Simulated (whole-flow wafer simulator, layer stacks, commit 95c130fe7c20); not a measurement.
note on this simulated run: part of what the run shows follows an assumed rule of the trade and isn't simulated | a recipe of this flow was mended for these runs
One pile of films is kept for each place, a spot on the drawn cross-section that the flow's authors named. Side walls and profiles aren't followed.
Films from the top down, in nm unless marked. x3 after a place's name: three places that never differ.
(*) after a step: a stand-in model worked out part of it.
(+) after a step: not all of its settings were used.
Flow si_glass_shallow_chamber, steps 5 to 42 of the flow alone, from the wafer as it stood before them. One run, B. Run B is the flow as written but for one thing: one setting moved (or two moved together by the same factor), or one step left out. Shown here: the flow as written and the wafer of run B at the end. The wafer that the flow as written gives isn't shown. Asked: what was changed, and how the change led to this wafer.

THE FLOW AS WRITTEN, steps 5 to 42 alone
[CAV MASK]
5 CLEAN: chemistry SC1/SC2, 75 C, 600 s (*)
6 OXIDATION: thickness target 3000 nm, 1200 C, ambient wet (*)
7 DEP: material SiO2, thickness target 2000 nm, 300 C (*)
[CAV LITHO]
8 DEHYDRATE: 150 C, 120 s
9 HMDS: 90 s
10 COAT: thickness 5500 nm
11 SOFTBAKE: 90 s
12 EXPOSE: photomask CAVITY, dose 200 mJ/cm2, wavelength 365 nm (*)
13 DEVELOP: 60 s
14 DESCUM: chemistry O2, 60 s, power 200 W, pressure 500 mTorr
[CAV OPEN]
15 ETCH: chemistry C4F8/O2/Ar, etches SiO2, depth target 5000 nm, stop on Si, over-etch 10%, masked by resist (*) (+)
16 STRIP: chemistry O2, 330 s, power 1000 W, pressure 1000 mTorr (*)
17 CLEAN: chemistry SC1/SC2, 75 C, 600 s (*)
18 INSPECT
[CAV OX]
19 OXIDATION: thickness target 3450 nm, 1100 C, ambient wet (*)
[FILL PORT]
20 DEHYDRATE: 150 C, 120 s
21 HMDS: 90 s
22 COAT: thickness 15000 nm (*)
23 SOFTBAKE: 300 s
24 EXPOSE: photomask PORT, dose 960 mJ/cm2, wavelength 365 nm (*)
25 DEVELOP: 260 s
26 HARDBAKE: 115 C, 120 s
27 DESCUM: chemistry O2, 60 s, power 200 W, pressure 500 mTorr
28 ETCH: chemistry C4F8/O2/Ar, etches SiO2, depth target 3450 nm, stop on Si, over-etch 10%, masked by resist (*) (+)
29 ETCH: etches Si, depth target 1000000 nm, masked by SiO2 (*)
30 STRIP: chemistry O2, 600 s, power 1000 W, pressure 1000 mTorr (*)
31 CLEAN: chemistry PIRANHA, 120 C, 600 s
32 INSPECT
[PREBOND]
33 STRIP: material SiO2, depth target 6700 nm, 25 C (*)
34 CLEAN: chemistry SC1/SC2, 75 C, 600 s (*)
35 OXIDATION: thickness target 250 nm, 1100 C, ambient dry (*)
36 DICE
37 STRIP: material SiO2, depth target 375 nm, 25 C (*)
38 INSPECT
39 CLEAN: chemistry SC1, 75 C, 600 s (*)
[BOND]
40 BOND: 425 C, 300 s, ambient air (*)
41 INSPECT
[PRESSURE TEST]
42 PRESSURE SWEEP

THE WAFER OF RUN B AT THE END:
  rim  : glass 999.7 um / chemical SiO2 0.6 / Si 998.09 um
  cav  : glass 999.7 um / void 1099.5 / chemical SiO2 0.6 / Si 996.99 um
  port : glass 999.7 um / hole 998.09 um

The cause: step 6, OXIDATION: 1188 C was run, where the flow has 1200 C.

How the change led to this, step by step:
  6 OXIDATION: thickness target 3000 nm, 1200 C, ambient wet (*)
      rim, ramp, cav, port, septum, ring: SiO2 +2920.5 (new film), chemical SiO2 -0.6 (all of it), Si -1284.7 (as written it would be: SiO2 +3000 (new film), chemical SiO2 -0.6 (all of it), Si -1319.7)
  15 ETCH: chemistry C4F8/O2/Ar, etches SiO2, depth target 5000 nm, stop on Si, over-etch 10%, masked by resist (*) (+)
      cav, port: SiO2 -4920.5 (all of it), Si -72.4 (as written it would be: SiO2 -5000 (all of it), Si -62.5)
  22 COAT: thickness 15000 nm (*)
      rim: thick-i-line-resist +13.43 um (new film) (as written it would be: thick-i-line-resist +13.4 um (new film))
      ramp: thick-i-line-resist +12.93 um (new film) (as written it would be: thick-i-line-resist +12.89 um (new film))
      (and at 1 more place)
  25 DEVELOP: 260 s
      port: thick-i-line-resist -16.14 um (all of it) (as written it would be: thick-i-line-resist -16.16 um (all of it))
  29 ETCH: etches Si, depth target 1000000 nm, masked by SiO2 (*)
      rim, ramp: thick-i-line-resist -11.52 um (all of it), SiO2 -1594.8 (as written it would be: thick-i-line-resist -11.47 um (all of it), SiO2 -1617.3)
      port: hole +997.07 um (new film), Si -997.07 um (all of it) (as written it would be: hole +997.05 um (new film), Si -997.05 um (all of it))
      (and at 1 more place)
  30 STRIP: chemistry O2, 600 s, power 1000 W, pressure 1000 mTorr (*)
      cav: thick-i-line-resist -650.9 (all of it) (as written it would be: thick-i-line-resist -669.6 (all of it))
